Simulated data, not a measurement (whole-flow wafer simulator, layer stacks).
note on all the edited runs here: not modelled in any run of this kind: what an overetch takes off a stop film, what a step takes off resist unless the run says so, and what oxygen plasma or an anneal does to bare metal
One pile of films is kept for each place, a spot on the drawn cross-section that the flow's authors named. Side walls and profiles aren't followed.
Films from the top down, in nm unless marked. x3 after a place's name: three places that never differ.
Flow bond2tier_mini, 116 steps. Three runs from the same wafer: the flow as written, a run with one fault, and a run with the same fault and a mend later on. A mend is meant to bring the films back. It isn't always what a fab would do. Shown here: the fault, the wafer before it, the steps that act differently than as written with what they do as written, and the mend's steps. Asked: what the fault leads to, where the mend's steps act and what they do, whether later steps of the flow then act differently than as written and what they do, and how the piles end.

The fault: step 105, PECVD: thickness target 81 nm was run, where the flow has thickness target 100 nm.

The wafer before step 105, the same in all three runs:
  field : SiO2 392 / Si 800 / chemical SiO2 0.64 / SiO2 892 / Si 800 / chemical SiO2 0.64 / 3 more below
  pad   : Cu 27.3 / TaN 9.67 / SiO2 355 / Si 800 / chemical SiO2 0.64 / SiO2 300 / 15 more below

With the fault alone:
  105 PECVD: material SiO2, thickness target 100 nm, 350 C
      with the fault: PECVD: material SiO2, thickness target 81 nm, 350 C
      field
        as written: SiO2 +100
        with the fault: SiO2 +81
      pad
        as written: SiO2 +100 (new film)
        with the fault: SiO2 +81 (new film)
  Later steps of the flow that act differently than as written (2 more steps differ only slightly, by at most 2% or 0.5 nm, whichever is larger, and aren't shown):
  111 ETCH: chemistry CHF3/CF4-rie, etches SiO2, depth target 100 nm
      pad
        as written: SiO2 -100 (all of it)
        with the fault: SiO2 -81 (all of it), Cu -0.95
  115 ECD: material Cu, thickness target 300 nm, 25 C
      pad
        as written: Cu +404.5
        with the fault: Cu +385.6
  At the end the piles differ from the flow's by more than 2% or 0.5 nm, whichever is larger, at field, pad.
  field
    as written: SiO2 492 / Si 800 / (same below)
    with the fault: SiO2 473 / Si 800 / (same below)
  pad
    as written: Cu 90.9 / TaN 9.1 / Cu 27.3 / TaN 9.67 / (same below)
    with the fault: Cu 72.6 / TaN 9.31 / Cu 26.4 / TaN 9.67 / (same below)

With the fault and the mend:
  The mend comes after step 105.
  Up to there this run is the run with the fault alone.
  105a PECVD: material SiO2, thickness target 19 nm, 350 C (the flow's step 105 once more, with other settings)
      field, pad
        SiO2 +19
  No later step of the flow acts differently than as written at any place that is followed.
  At the end the piles are the same as the flow's at every place that both follow.
